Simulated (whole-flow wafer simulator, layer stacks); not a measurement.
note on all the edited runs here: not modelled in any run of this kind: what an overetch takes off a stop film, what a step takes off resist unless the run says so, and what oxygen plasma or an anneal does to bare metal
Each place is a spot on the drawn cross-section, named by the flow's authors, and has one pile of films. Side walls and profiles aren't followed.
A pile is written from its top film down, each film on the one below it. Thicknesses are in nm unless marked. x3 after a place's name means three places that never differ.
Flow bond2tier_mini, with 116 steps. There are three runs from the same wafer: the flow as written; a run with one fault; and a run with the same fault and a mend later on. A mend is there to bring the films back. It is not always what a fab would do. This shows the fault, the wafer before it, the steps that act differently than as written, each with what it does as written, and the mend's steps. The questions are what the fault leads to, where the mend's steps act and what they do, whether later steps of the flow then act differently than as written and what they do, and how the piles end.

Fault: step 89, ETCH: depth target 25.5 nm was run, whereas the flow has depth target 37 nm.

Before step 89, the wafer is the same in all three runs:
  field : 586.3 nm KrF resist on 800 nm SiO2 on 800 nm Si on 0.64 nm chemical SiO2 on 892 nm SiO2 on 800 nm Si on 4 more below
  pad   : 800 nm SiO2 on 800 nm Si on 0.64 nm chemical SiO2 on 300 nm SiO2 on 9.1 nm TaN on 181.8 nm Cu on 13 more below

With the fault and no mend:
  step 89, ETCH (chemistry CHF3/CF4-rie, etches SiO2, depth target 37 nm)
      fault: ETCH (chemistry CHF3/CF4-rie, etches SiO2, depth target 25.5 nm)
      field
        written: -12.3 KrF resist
        fault: -8.5 KrF resist
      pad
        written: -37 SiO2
        fault: -25.5 SiO2
  Later steps of the flow that are run all act as written at every place that is followed, up to a difference of at most 2% or 0.5 nm, whichever is larger.
  At pad, the piles at the end differ from the flow's by more than 2% or 0.5 nm, whichever is larger.
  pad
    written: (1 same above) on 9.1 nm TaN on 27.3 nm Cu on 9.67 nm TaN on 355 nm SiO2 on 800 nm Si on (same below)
    fault: (1 same above) on 9.1 nm TaN on 15.7 nm Cu on 9.77 nm TaN on 366.5 nm SiO2 on 800 nm Si on (same below)

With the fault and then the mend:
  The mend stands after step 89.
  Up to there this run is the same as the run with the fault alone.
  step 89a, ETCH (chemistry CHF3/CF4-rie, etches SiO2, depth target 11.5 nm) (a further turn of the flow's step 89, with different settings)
      field
        -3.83 KrF resist
      pad
        -11.5 SiO2
  Later steps of the flow that are run all act as written at every place that is followed.
  By the end, the piles equal the flow's at every place that both follow.
